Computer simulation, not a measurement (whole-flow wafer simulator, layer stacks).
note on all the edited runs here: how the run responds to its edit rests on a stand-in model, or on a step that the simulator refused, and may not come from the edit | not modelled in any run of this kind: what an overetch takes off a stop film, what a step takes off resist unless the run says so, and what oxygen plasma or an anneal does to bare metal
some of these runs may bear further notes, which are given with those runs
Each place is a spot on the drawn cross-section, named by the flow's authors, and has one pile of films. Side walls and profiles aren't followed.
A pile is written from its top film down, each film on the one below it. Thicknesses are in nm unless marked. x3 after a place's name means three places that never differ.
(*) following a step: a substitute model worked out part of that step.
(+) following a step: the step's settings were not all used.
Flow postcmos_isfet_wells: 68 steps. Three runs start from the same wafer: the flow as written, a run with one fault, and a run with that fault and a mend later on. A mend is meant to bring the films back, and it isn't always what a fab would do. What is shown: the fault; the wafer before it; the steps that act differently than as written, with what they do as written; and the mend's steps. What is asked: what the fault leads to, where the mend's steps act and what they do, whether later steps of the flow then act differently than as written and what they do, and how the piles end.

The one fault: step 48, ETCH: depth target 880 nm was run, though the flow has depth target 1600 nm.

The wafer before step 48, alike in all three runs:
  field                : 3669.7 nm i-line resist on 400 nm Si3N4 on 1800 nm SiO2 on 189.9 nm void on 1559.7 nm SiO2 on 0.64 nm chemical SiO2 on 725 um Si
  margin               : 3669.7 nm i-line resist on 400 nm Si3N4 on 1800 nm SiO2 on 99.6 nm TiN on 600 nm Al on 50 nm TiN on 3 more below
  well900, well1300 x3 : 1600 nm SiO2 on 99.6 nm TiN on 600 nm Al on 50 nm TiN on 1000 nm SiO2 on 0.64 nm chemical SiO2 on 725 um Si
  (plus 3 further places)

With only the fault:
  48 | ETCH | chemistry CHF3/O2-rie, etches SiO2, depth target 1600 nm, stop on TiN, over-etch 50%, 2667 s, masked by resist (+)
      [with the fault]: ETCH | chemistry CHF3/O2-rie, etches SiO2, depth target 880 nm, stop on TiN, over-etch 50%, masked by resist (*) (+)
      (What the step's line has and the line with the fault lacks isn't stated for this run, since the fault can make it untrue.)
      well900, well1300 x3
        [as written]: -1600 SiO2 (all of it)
        [with the fault]: -1320 SiO2
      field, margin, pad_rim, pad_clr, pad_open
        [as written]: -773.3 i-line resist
        [with the fault]: -425.3 i-line resist
  Steps later in the flow that act otherwise than as written (2 more steps, not shown, differ only slightly: by at most 2% or 0.5 nm, whichever is larger):
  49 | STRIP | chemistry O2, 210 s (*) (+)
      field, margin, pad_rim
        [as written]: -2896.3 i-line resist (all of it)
        [with the fault]: -3244.3 i-line resist (all of it)
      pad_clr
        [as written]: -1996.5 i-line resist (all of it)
        [with the fault]: -2344.5 i-line resist (all of it)
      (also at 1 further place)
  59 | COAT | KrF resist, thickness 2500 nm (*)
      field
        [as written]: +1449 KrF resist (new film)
        [with the fault]: +1583 KrF resist (new film)
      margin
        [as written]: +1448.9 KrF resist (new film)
        [with the fault]: +1582.9 KrF resist (new film)
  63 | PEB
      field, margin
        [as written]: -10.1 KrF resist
        [with the fault]: -11.1 KrF resist
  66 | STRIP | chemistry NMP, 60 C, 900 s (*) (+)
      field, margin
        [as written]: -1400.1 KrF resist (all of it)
        [with the fault]: -1533.1 KrF resist (all of it)
  At well900, well1300 x3, the piles at the end differ from the flow's by more than 2% or 0.5 nm, whichever is larger.
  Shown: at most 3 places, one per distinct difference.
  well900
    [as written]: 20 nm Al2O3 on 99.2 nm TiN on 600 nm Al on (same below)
    [with the fault]: 20 nm Al2O3 on 280 nm SiO2 on 99.6 nm TiN on 600 nm Al on (same below)

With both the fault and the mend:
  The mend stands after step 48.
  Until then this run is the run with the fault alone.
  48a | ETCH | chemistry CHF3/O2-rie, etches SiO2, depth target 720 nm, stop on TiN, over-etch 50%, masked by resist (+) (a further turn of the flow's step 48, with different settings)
      field, margin, pad_rim, pad_clr, pad_open
        -348 i-line resist
      well900, well1300 x3
        -280 SiO2 (all of it)
  None of the later steps of the flow acts differently than as written at any place that is followed.
  The piles end the same as the flow's at every place that both follow.
